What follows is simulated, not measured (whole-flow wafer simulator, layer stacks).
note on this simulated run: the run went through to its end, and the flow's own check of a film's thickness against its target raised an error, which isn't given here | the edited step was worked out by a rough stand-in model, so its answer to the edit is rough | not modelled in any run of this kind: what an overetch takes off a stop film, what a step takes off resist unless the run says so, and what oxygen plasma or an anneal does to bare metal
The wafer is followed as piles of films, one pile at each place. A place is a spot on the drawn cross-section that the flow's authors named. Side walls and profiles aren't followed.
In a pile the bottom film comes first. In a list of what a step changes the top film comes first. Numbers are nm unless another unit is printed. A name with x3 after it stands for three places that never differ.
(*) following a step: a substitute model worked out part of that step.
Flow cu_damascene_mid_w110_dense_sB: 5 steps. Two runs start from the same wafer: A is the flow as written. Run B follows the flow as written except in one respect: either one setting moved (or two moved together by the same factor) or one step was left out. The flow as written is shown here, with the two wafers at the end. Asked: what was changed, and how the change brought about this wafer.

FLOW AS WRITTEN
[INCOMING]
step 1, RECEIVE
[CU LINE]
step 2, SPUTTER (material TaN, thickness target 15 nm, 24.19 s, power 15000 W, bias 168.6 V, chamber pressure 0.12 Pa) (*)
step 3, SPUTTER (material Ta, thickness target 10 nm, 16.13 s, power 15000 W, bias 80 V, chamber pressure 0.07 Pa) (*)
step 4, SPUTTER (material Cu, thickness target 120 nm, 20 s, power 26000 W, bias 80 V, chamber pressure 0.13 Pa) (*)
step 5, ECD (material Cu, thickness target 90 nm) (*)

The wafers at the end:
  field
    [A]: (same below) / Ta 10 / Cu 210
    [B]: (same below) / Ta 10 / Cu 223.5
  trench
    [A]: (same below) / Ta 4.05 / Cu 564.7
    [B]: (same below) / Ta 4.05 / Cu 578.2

The reason: step 5, ECD: thickness target 103.5 nm was run, whereas the flow has thickness target 90 nm.

How this came from the change, step by step:
  step 5, ECD (material Cu, thickness target 90 nm) (*)
      field: A Cu gains 90 | B Cu gains 103.5
      trench: A Cu gains 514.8 | B Cu gains 528.3
